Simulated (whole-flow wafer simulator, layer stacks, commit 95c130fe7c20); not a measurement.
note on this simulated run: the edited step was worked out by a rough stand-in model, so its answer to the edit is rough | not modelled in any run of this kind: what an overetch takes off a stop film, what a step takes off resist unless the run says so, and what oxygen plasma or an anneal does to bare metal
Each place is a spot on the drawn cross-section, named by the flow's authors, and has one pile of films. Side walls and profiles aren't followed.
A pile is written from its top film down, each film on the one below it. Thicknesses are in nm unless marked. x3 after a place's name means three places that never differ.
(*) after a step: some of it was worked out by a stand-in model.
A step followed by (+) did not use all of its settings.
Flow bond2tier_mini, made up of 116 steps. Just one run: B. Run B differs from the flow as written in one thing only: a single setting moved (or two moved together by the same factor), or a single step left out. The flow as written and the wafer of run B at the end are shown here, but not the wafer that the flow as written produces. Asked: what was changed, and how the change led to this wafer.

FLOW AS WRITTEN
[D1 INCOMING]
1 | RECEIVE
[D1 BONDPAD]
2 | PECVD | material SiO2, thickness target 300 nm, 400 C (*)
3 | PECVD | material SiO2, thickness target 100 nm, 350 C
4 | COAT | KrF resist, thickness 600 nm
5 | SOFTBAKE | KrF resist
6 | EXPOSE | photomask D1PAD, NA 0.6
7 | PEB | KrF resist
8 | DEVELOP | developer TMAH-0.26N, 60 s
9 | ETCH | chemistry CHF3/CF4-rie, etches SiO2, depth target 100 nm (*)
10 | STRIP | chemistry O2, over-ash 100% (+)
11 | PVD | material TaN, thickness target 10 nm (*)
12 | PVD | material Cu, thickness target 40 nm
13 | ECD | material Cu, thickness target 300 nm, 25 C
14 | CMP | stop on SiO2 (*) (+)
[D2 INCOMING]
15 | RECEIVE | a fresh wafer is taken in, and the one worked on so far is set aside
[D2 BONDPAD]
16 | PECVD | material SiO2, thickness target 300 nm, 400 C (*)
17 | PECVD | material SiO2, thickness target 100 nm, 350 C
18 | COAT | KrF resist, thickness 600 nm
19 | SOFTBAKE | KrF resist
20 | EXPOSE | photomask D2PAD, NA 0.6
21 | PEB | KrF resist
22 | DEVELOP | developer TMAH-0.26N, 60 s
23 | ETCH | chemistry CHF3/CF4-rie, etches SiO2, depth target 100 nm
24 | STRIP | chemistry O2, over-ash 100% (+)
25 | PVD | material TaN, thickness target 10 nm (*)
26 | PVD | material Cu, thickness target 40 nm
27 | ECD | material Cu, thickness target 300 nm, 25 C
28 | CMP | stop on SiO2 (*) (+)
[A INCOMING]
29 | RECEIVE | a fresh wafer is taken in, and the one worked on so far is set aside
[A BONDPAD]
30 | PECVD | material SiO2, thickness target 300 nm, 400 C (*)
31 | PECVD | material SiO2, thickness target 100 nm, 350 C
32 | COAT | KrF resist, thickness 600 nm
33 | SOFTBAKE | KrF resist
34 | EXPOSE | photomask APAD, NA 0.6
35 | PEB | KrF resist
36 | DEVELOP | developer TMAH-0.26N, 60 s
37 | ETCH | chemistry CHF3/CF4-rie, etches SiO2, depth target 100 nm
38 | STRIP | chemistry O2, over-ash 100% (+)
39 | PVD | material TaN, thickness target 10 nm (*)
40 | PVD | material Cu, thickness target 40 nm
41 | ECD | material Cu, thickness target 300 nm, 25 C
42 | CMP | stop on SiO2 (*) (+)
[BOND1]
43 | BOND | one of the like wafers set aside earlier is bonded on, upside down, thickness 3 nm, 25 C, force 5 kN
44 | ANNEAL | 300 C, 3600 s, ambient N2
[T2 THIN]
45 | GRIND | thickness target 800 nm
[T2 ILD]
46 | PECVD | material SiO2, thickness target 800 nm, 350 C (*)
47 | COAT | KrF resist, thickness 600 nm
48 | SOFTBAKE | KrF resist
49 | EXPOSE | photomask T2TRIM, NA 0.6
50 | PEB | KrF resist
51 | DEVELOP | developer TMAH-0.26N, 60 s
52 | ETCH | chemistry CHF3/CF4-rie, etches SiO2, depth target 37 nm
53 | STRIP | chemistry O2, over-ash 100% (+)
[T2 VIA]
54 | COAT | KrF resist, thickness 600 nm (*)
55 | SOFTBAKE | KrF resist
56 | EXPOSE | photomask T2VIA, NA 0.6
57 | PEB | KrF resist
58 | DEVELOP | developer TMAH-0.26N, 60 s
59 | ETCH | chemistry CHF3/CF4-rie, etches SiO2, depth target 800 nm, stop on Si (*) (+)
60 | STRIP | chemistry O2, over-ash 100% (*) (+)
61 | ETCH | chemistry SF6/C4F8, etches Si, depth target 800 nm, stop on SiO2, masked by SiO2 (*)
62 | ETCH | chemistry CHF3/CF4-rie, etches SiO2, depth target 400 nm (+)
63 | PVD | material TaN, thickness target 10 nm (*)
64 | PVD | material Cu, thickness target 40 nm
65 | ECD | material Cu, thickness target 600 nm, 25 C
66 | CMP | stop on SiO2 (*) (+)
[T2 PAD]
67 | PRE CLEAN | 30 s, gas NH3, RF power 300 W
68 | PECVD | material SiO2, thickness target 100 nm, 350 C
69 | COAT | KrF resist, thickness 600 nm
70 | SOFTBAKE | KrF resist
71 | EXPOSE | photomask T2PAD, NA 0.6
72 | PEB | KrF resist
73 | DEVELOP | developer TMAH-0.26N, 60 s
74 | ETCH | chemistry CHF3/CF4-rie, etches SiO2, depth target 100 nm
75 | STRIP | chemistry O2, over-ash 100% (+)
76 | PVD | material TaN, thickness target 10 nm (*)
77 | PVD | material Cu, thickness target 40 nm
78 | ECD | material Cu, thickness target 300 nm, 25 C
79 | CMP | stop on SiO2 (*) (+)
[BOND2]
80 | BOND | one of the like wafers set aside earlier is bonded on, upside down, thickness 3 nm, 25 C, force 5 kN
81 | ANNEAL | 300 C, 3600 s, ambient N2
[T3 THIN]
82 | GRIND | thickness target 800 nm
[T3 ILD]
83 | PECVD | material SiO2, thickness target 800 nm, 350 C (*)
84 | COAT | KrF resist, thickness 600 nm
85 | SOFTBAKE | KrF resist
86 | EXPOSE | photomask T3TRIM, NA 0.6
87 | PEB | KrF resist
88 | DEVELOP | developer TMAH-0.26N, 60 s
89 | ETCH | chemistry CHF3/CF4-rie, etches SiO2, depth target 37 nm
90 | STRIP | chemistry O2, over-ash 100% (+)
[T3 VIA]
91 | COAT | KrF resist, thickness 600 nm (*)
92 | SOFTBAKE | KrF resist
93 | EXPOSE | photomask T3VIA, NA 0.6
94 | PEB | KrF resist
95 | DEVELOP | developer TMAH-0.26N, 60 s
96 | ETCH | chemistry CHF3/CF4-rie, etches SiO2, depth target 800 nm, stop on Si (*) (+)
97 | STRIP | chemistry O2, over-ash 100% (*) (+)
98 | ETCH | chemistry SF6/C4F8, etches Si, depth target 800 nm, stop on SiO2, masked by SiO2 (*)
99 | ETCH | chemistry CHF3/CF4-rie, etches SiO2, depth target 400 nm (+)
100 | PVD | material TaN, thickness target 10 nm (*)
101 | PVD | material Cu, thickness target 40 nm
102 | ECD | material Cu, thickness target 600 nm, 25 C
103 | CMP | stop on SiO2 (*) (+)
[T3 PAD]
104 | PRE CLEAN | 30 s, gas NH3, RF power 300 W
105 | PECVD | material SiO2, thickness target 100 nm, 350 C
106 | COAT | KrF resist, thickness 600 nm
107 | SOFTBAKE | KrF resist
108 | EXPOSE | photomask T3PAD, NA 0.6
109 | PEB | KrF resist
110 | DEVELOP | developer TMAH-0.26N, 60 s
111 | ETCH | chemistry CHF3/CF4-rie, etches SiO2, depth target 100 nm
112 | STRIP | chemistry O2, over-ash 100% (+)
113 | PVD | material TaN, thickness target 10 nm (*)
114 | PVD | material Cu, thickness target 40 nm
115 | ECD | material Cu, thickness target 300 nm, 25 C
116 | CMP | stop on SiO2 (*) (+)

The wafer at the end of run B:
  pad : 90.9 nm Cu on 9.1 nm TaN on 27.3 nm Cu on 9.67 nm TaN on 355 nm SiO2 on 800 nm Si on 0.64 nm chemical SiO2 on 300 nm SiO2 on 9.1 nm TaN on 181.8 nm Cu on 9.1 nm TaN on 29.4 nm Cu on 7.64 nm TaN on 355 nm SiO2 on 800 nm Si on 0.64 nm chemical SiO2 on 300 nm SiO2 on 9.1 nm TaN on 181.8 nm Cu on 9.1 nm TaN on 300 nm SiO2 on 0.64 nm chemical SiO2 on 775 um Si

The reason: step 63, PVD: thickness target 7.9 nm was run, whereas the flow has thickness target 10 nm.

Step by step, how the change led to this:
  63 | PVD | material TaN, thickness target 10 nm (*)
      field: TaN gains 7.9 (new film) (as written it would have been: TaN gains 10 (new film))
      pad: TaN gains 7.64 (new film) (as written it would have been: TaN gains 9.67 (new film))
  66 | CMP | stop on SiO2 (*) (+)
      field: Cu loses 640 (all of it), TaN loses 7.9 (all of it) (as written it would have been: Cu loses 640 (all of it), TaN loses 10 (all of it))
